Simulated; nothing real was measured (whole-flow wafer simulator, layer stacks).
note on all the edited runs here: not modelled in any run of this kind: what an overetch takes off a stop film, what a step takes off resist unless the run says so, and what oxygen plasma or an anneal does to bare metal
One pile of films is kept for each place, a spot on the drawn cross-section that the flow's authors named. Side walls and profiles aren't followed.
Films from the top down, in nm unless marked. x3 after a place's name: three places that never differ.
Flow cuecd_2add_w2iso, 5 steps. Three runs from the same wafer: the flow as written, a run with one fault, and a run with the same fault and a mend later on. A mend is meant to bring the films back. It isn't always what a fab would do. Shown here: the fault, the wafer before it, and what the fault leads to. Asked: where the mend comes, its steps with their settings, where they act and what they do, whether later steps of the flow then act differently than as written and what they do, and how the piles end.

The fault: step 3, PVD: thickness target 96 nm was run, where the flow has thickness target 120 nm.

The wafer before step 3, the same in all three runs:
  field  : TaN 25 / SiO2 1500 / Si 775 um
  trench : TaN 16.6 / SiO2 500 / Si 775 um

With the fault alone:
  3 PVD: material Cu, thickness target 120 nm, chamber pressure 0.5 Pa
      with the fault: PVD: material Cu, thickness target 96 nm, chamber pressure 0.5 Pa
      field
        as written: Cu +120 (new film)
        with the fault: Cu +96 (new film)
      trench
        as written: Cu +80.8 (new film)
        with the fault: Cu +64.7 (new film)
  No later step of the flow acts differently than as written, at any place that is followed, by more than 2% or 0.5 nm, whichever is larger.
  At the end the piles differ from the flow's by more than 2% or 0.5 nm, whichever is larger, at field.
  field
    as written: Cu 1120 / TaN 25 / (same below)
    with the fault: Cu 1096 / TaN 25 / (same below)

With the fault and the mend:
  The mend comes after step 3.
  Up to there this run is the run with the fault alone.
  3a PVD: material Cu, thickness target 24 nm, chamber pressure 0.5 Pa (the flow's step 3 once more, with other settings)
      field
        Cu +24
      trench
        Cu +15.7
  No later step of the flow acts differently than as written, at any place that is followed, by more than 2% or 0.5 nm, whichever is larger.
  At the end the piles are the same as the flow's at every place that both follow.
